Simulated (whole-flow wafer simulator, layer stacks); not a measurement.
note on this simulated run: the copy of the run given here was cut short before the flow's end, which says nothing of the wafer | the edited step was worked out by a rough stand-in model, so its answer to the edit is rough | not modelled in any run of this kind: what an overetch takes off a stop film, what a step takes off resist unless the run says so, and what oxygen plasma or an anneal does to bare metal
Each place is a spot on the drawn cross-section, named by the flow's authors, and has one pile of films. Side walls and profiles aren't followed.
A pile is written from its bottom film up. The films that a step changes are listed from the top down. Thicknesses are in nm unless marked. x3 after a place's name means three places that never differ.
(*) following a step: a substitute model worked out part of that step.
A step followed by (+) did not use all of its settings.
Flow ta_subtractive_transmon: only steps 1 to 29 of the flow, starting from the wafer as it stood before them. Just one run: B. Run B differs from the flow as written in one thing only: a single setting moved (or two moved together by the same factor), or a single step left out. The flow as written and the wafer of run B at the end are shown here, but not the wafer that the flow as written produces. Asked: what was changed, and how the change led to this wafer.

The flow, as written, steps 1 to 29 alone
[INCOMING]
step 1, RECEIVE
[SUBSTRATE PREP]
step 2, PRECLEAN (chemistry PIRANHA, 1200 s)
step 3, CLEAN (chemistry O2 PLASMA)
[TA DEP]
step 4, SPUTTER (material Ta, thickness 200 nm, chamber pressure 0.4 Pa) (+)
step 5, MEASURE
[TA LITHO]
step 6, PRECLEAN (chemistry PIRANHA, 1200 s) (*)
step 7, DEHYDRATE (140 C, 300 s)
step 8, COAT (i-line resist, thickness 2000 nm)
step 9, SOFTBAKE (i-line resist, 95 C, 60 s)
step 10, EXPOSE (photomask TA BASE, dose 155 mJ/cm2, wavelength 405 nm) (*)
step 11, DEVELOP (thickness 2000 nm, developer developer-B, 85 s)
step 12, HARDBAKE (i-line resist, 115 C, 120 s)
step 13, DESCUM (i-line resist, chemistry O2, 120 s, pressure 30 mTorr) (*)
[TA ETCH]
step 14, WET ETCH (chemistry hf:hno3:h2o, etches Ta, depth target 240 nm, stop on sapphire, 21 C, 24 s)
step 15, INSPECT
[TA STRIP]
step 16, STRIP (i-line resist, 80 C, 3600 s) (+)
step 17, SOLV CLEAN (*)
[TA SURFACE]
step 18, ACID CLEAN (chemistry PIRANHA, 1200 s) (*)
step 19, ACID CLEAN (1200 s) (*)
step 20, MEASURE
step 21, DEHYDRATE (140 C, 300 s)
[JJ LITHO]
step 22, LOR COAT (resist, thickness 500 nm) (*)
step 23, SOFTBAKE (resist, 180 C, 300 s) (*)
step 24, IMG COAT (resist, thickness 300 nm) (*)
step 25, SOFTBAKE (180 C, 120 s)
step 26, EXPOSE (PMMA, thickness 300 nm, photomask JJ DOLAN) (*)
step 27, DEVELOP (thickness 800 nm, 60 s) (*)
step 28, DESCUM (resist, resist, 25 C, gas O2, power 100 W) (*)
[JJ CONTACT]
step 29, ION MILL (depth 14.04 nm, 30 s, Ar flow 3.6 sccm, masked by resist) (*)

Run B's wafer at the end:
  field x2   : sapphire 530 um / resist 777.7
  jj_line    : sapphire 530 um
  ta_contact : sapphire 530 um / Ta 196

What caused this: step 29, ION MILL: depth 5.615 nm was run, whereas the flow has depth 14.04 nm; step 29, ION MILL: 12 s was run, where the flow has 30 s.

How this came from the change, step by step:
  step 29, ION MILL (depth 14.04 nm, 30 s, Ar flow 3.6 sccm, masked by resist) (*)
      field x2, ta_pad: resist loses 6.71 (in the flow as written it would be: resist loses 16.8)
      jj_line, lead: sapphire loses 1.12 (in the flow as written it would be: sapphire loses 2.8)
      (also at 1 further place)
